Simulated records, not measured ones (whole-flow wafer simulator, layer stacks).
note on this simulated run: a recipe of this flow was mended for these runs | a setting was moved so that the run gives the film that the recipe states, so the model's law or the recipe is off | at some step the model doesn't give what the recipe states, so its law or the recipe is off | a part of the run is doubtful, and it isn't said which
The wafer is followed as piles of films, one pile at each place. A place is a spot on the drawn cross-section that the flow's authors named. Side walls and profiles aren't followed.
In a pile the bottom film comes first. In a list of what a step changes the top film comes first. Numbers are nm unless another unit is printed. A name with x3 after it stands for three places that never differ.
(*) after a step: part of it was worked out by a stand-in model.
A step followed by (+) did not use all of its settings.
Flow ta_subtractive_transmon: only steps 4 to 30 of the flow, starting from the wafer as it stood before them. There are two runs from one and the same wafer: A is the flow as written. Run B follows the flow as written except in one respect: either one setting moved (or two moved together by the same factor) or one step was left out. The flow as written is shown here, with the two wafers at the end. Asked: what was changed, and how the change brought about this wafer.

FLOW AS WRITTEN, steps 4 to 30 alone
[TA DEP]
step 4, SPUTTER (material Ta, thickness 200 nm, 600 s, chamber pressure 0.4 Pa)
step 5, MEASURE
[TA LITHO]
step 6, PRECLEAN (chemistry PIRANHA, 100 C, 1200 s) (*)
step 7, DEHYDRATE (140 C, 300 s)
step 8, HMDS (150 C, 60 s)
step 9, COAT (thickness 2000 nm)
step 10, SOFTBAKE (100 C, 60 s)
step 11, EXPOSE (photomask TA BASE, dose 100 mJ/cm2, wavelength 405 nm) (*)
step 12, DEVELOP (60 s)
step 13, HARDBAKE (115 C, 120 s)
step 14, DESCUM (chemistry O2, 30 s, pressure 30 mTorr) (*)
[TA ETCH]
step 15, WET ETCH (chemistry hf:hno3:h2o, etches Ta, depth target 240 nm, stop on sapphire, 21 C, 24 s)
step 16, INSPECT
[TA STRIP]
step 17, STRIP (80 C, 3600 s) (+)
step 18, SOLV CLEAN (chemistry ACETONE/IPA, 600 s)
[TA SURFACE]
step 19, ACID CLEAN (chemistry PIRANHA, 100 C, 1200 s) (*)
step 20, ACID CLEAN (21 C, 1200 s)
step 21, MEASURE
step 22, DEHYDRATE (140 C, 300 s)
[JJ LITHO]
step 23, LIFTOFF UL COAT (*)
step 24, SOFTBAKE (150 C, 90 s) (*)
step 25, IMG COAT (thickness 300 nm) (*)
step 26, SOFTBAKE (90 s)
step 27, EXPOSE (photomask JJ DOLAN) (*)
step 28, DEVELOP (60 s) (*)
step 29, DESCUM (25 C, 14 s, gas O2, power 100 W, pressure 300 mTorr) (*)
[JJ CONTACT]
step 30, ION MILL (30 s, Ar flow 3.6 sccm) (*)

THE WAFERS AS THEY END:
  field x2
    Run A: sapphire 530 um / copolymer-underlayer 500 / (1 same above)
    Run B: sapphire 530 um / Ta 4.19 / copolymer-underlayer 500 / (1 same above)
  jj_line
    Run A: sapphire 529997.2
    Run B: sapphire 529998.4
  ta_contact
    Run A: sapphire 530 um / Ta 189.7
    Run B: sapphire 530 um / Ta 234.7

The reason: step 4, SPUTTER: thickness 245 nm was run, though the flow has thickness 200 nm; step 4, SPUTTER: 735 s was run, where the flow has 600 s.

Step by step, how the change led to this:
  step 4, SPUTTER (material Ta, thickness 200 nm, 600 s, chamber pressure 0.4 Pa)
      field x2, jj_line, lead, ta_contact, ta_pad: A Ta gains 200 (new film) | B Ta gains 245 (new film)
  step 15, WET ETCH (chemistry hf:hno3:h2o, etches Ta, depth target 240 nm, stop on sapphire, 21 C, 24 s)
      field x2, jj_line, lead: A Ta loses 199.7 (all of it) | B Ta loses 240
  step 23, LIFTOFF UL COAT (*)
      ta_contact: A copolymer-underlayer gains 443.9 (new film) | B copolymer-underlayer gains 433.7 (new film)
  step 28, DEVELOP (60 s) (*)
      ta_contact: A acrylic-e-beam-resist loses 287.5 (all of it), copolymer-underlayer loses 443.9 (all of it) | B acrylic-e-beam-resist loses 284.7 (all of it), copolymer-underlayer loses 433.7 (all of it)
  step 30, ION MILL (30 s, Ar flow 3.6 sccm) (*)
      jj_line, lead: A sapphire loses 2.8 | B Ta loses 4.19 (all of it), sapphire loses 1.56
Taking metal films that touch as one body, field x2 has 1 body; the flow as written gives 0 bodies.
